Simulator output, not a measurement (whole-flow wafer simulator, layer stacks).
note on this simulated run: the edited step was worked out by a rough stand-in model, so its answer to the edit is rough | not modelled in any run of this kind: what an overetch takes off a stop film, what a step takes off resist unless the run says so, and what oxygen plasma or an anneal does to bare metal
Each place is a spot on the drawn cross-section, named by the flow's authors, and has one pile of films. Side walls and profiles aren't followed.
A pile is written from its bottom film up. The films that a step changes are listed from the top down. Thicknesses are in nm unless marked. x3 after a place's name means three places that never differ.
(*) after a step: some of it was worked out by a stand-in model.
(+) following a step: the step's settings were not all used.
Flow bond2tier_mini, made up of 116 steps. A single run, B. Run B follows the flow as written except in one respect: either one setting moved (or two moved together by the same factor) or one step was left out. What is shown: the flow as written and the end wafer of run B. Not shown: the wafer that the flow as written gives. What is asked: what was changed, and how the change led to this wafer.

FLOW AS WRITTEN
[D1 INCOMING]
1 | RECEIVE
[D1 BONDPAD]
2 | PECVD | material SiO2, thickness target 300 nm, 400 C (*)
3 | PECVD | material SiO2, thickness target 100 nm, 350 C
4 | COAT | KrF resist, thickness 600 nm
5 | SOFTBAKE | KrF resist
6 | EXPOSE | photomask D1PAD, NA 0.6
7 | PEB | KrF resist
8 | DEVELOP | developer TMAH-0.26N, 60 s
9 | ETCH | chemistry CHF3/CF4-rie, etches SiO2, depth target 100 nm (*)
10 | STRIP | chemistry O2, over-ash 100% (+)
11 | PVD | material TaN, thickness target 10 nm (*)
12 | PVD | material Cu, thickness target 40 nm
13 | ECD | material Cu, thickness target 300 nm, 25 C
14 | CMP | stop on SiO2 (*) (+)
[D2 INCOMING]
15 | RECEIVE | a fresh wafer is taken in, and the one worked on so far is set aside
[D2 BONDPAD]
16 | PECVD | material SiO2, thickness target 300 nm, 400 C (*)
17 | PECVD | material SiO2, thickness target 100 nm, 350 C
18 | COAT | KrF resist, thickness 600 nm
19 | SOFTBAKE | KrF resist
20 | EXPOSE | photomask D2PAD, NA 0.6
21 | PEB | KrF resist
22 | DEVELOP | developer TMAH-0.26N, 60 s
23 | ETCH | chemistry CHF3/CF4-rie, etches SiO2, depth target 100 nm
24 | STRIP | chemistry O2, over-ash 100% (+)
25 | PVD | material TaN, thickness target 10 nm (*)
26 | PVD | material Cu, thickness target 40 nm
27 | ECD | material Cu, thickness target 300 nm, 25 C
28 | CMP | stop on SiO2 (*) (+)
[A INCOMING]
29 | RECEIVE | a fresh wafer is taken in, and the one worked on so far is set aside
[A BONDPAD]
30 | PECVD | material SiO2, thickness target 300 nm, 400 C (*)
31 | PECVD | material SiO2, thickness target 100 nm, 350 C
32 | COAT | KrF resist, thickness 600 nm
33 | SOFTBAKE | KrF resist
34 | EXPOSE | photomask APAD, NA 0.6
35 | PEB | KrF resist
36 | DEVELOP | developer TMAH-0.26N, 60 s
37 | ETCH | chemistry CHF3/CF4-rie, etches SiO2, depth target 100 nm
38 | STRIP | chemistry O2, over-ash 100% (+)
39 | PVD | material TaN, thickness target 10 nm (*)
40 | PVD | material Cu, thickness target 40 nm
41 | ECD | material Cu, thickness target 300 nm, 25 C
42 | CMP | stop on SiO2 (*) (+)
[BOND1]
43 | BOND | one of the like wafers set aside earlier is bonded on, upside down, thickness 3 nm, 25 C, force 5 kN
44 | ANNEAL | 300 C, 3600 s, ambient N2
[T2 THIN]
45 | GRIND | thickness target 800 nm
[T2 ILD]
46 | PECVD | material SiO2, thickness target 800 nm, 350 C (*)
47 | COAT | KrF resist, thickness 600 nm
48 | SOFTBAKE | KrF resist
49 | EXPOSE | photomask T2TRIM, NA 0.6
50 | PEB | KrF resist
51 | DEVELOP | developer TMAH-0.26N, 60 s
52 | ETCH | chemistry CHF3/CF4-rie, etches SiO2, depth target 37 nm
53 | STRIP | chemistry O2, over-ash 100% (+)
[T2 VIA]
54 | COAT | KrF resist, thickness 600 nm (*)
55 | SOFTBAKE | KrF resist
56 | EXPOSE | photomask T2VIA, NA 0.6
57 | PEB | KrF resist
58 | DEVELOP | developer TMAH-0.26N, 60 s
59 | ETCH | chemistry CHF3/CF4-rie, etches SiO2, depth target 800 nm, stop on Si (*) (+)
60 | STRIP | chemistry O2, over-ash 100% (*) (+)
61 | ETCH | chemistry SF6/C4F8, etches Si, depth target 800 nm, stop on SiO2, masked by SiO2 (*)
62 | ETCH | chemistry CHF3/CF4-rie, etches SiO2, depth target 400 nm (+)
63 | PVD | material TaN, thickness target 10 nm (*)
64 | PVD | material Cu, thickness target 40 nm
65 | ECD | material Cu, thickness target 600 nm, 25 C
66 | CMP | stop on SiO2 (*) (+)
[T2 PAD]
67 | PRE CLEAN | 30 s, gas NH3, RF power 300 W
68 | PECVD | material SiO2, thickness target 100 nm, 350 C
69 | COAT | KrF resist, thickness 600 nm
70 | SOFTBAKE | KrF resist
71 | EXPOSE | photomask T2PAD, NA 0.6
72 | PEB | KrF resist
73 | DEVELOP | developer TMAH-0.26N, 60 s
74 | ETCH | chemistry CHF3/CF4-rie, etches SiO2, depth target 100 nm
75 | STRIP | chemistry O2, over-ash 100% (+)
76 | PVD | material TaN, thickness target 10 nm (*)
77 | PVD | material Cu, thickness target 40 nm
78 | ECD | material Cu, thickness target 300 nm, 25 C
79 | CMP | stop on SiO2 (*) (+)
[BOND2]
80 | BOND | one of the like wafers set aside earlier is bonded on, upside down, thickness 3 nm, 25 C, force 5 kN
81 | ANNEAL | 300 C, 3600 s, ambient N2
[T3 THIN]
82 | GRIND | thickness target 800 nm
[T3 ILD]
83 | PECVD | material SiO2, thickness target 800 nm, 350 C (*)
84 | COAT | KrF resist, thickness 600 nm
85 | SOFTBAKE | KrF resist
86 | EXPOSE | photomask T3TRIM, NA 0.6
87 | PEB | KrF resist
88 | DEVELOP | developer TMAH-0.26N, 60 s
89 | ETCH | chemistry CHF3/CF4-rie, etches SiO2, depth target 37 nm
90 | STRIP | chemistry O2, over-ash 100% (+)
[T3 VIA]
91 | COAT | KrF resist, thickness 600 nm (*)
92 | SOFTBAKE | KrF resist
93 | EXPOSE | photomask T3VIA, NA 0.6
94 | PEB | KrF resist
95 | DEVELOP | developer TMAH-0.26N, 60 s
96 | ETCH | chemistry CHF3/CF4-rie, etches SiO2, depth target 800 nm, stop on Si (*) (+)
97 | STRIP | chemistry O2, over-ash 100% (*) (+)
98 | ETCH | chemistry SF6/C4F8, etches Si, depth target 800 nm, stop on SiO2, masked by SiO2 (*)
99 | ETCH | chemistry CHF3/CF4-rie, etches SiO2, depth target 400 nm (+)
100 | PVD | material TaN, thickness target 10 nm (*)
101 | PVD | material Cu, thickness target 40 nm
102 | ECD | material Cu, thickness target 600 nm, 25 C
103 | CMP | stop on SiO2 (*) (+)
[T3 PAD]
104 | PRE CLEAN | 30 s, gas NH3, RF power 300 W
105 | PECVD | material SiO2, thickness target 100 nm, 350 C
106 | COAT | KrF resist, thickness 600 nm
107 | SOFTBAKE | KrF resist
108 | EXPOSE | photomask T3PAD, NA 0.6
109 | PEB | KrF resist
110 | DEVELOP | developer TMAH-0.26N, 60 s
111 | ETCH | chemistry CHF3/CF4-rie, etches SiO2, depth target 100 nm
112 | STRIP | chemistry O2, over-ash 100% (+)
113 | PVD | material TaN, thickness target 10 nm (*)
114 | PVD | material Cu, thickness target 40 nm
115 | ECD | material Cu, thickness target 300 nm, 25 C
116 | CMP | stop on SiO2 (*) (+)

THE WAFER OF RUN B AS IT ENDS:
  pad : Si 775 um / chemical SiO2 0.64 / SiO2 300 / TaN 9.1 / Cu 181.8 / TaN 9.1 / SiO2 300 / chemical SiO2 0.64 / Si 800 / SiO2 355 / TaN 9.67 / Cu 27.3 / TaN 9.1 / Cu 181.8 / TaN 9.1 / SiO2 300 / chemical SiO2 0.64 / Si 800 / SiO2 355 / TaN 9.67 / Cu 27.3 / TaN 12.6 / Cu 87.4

Cause: step 113, PVD: thickness target 13.8 nm was run, while the flow as written has thickness target 10 nm.

The path from the change to this, step by step:
  113 | PVD | material TaN, thickness target 10 nm (*)
      field: TaN gains 13.8 (new film) (in the flow as written it would be: TaN gains 10 (new film))
      pad: TaN gains 12.6 (new film) (in the flow as written it would be: TaN gains 9.1 (new film))
  116 | CMP | stop on SiO2 (*) (+)
      field: Cu loses 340 (all of it), TaN loses 13.8 (all of it) (in the flow as written it would be: Cu loses 340 (all of it), TaN loses 10 (all of it))
